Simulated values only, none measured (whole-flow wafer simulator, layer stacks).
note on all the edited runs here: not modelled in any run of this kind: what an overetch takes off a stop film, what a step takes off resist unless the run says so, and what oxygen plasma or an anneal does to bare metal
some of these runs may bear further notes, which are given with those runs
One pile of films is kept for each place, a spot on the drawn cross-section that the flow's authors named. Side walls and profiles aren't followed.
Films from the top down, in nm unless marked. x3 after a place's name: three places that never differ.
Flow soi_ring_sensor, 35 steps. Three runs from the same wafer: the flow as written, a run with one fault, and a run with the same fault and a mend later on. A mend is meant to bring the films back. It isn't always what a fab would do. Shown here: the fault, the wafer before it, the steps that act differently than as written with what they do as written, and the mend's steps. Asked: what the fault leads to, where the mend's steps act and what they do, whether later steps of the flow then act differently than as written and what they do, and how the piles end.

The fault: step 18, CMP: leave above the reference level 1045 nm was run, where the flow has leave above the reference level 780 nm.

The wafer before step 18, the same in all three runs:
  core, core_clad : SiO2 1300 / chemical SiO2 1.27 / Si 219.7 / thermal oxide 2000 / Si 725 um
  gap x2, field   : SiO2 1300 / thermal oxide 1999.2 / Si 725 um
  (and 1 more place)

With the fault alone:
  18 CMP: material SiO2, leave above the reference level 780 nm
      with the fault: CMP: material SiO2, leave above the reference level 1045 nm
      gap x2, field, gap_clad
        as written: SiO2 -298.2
        with the fault: SiO2 -33.2
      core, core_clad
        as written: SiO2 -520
        with the fault: SiO2 -255
  Later steps of the flow that act differently than as written:
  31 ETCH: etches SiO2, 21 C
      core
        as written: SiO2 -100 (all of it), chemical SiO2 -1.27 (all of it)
        with the fault: SiO2 -365 (all of it), chemical SiO2 -1.27 (all of it)
  At the end the piles differ from the flow's by more than 2% or 0.5 nm, whichever is larger, at field, core_clad.
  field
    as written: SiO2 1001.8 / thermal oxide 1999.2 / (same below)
    with the fault: SiO2 1266.8 / thermal oxide 1999.2 / (same below)
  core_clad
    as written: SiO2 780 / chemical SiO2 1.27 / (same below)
    with the fault: SiO2 1045 / chemical SiO2 1.27 / (same below)

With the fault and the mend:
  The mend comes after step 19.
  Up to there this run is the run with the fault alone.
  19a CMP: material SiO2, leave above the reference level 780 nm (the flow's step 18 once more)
      core, gap x2, field, core_clad, gap_clad
        SiO2 -265
  No later step of the flow acts differently than as written at any place that is followed.
  At the end the piles are the same as the flow's at every place that both follow.
